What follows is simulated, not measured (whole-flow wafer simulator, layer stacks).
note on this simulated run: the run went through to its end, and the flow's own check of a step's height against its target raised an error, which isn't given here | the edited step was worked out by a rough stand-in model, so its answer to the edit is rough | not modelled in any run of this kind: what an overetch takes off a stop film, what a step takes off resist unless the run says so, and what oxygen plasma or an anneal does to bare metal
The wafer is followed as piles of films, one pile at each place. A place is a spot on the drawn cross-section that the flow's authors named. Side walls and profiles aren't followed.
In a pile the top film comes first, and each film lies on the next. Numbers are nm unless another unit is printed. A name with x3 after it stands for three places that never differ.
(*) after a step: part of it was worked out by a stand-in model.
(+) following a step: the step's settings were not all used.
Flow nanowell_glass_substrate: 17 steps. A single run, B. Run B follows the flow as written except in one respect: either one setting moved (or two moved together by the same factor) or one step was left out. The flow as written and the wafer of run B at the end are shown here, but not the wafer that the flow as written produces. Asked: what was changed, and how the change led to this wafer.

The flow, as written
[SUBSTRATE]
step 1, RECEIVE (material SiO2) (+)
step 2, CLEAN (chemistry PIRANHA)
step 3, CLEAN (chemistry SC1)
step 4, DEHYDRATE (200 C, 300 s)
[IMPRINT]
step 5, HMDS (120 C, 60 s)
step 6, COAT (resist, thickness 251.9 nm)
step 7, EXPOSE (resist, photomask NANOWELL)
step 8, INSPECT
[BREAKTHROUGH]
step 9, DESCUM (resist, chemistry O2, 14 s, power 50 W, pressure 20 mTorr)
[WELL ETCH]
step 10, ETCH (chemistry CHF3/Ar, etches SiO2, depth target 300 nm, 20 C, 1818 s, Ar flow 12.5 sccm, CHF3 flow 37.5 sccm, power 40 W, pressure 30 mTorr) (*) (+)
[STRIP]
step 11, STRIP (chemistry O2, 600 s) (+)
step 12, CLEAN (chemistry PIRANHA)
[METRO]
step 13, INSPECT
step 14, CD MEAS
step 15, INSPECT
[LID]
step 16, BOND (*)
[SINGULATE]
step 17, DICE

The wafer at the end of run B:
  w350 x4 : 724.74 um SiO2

What caused this: step 10, ETCH: depth target 257.4 nm was run, though the flow has depth target 300 nm; step 10, ETCH: 1560 s was run, where the flow has 1818 s.

How this came from the change, step by step:
  step 10, ETCH (chemistry CHF3/Ar, etches SiO2, depth target 300 nm, 20 C, 1818 s, Ar flow 12.5 sccm, CHF3 flow 37.5 sccm, power 40 W, pressure 30 mTorr) (*) (+)
      w350 x4: SiO2 loses 257.4 (as written it would have been: SiO2 loses 300)
      land: resist loses 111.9 (as written it would have been: resist loses 130.4)
  step 11, STRIP (chemistry O2, 600 s) (+)
      land: resist loses 144.4 (all of it) (as written it would have been: resist loses 125.9 (all of it))
